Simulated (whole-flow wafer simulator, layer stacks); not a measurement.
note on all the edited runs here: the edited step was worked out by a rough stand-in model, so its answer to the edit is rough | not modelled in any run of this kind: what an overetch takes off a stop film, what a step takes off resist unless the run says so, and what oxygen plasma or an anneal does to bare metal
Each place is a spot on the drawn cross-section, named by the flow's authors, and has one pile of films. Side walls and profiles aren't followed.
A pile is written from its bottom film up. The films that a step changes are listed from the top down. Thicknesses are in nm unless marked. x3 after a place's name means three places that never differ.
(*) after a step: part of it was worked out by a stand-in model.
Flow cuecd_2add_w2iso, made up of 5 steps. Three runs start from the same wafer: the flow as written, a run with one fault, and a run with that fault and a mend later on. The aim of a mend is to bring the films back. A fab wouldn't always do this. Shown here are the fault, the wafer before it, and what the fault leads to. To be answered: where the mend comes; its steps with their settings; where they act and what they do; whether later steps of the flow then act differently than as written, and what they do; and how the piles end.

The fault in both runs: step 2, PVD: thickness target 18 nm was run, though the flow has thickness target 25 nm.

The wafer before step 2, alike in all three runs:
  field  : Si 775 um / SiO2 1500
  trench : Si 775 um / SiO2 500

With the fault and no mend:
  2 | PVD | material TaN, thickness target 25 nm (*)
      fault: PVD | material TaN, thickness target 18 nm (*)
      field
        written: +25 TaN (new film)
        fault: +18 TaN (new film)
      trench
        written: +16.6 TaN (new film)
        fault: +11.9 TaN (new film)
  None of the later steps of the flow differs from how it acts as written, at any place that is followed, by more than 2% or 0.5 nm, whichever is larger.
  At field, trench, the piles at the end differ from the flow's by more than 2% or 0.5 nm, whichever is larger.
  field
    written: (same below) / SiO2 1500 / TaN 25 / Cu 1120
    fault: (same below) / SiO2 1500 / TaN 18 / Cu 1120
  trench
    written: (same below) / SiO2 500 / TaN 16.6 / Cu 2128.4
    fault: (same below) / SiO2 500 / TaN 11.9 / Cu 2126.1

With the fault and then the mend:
  After step 2 comes the mend.
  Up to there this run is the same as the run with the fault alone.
  2a | PVD | material TaN, thickness target 7 nm (*) (a further turn of the flow's step 2, with different settings)
      field
        +7 TaN
      trench
        +4.62 TaN
  None of the later steps of the flow acts differently than as written at any place that is followed.
  The piles end the same as the flow's at every place that both follow.
